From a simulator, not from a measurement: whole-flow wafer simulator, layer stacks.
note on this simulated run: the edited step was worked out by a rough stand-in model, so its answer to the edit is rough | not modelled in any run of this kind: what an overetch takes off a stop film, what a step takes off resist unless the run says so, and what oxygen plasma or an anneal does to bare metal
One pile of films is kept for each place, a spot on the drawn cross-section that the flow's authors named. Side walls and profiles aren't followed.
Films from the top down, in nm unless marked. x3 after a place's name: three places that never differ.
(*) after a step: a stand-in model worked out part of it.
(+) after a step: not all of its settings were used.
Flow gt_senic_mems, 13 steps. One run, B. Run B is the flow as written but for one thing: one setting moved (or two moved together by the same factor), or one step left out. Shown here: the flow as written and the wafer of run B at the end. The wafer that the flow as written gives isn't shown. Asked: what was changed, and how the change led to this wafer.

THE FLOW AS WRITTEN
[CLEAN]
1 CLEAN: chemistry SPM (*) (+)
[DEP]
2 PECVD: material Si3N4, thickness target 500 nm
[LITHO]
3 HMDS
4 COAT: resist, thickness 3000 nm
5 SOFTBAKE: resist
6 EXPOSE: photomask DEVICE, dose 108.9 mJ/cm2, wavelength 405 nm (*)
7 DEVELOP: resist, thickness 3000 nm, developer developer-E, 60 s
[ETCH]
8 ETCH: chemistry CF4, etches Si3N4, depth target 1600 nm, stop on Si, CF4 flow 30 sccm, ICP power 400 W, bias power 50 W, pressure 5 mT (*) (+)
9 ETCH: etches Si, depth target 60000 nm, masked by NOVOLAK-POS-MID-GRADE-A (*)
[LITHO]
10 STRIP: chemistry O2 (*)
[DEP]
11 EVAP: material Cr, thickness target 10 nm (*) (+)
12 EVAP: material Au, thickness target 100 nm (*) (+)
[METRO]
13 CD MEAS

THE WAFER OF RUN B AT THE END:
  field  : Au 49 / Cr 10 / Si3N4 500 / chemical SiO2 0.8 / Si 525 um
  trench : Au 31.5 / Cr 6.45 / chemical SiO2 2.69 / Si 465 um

The cause: step 12, EVAP: thickness target 49 nm was run, where the flow has thickness target 100 nm.
It can be read off the wafer: field has Au 49, and step 12 as written asks for 100 nm.

How the change led to this, step by step:
  12 EVAP: material Au, thickness target 100 nm (*) (+)
      field: Au +49 (new film) (as written it would be: Au +100 (new film))
      trench: Au +31.5 (new film) (as written it would be: Au +64.1 (new film))
